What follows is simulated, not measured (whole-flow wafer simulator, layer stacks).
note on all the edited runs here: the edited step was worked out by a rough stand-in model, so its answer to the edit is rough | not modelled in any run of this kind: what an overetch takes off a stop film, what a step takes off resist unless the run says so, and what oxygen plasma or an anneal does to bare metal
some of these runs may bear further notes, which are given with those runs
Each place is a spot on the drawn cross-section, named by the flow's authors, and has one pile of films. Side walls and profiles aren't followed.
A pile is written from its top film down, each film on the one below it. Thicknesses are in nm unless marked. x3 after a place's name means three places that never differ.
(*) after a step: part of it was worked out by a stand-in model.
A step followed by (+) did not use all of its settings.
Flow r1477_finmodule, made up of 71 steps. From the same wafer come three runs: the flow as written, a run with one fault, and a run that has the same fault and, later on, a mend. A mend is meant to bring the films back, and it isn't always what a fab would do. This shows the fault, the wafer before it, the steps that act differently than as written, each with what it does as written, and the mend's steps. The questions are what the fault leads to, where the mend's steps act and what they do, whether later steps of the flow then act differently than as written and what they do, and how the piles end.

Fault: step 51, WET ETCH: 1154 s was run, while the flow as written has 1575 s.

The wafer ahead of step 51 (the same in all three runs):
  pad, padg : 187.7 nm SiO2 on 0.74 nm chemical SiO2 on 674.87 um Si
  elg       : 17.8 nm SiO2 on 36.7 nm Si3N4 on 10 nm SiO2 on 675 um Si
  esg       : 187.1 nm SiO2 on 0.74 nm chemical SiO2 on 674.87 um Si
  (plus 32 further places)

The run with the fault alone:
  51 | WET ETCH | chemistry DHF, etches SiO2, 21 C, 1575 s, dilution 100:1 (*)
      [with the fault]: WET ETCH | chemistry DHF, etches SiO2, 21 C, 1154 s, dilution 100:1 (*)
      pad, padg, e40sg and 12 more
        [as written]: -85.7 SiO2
        [with the fault]: -62.8 SiO2
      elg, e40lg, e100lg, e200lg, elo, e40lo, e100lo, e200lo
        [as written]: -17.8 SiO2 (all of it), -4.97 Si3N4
        [with the fault]: -17.8 SiO2 (all of it), -3.25 Si3N4
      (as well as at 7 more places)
  Later steps of the flow acting differently than as written (1 more step, not shown, differs only slightly: by at most 2% or 0.5 nm, whichever is larger):
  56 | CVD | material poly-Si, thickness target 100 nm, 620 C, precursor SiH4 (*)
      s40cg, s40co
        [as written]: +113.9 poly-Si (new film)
        [with the fault]: +100 poly-Si (new film)
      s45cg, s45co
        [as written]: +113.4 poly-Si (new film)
        [with the fault]: +100 poly-Si (new film)
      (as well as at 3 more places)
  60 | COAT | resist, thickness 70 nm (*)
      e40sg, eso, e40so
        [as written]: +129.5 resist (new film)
        [with the fault]: +109.4 resist (new film)
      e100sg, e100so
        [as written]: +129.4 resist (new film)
        [with the fault]: +109.3 resist (new film)
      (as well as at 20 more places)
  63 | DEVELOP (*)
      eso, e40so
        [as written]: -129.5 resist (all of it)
        [with the fault]: -109.4 resist (all of it)
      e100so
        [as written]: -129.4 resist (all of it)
        [with the fault]: -109.3 resist (all of it)
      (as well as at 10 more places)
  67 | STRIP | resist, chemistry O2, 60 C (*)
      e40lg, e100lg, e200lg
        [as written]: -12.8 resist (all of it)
        [with the fault]: -13.8 resist (all of it)
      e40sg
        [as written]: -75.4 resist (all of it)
        [with the fault]: -55.3 resist (all of it)
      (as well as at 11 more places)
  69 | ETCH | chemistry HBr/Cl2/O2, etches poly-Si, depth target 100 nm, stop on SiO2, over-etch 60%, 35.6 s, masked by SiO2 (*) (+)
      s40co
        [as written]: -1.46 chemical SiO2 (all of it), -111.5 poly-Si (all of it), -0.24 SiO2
        [with the fault]: -1.35 chemical SiO2 (all of it), -97.6 poly-Si (all of it), -0.42 SiO2
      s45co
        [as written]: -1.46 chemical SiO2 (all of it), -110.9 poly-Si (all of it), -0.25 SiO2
        [with the fault]: -1.35 chemical SiO2 (all of it), -97.6 poly-Si (all of it), -0.42 SiO2
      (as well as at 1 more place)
  The piles end different from the flow's at pad, padg, elg and 27 more by more than 2% or 0.5 nm, whichever is larger.
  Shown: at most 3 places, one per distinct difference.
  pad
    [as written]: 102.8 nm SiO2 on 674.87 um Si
    [with the fault]: 125.7 nm SiO2 on 674.87 um Si
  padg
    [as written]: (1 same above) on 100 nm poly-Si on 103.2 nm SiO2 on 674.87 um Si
    [with the fault]: (1 same above) on 100 nm poly-Si on 126.1 nm SiO2 on 674.87 um Si
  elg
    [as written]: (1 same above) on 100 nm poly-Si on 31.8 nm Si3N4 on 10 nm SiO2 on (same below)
    [with the fault]: (1 same above) on 100 nm poly-Si on 33.5 nm Si3N4 on 10 nm SiO2 on (same below)

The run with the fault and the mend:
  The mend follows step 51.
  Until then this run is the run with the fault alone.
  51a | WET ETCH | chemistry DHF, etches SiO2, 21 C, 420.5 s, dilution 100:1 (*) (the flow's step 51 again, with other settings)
      pad, padg, e40sg and 12 more
        -22.9 SiO2
      elg, e40lg, e100lg, e200lg, elo, e40lo, e100lo, e200lo
        -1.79 Si3N4
      esg, s40cg, s45cg, s50cg, s40co, s45co, s50co
        -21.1 SiO2
  None of the later steps of the flow differs from how it acts as written, at any place that is followed, by more than 2% or 0.5 nm, whichever is larger.
  When the end is reached, the piles differ only a little from the flow's at the places that both follow, at most by 2% or 0.5 nm, whichever is larger.
